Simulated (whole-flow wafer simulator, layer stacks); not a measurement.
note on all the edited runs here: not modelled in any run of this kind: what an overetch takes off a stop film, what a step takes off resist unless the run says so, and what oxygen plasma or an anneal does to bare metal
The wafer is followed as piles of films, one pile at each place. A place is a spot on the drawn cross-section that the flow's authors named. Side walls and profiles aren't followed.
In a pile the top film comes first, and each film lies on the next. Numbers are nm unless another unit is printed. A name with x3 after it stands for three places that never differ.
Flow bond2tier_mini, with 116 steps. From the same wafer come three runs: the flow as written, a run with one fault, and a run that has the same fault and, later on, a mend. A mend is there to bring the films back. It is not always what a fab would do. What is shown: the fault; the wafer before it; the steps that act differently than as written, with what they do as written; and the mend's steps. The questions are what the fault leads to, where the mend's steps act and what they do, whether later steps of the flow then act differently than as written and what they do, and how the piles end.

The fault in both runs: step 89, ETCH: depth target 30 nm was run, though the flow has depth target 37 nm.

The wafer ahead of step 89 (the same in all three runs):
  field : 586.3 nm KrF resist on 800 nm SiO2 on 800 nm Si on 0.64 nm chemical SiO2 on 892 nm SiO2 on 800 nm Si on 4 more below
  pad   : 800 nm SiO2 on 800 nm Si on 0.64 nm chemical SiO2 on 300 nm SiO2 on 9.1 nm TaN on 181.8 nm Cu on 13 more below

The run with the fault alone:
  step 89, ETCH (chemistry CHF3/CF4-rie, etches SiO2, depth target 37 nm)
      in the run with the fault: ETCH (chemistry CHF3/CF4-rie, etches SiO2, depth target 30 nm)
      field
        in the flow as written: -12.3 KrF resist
        in the run with the fault: -10 KrF resist
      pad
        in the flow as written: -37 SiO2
        in the run with the fault: -30 SiO2
  Every later step of the flow that is run acts as written, at every place that is followed, to within 2% or 0.5 nm, whichever is larger.
  The piles end different from the flow's at pad by more than 2% or 0.5 nm, whichever is larger.
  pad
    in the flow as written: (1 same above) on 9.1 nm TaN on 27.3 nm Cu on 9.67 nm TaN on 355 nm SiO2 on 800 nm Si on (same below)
    in the run with the fault: (1 same above) on 9.1 nm TaN on 20.3 nm Cu on 9.73 nm TaN on 362 nm SiO2 on 800 nm Si on (same below)

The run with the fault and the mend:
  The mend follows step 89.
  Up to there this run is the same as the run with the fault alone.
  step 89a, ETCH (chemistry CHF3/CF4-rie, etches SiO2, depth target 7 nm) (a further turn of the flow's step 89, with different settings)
      field
        -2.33 KrF resist
      pad
        -7 SiO2
  Every later step of the flow that is run acts as written at every place that is followed.
  By the end, the piles equal the flow's at every place that both follow.
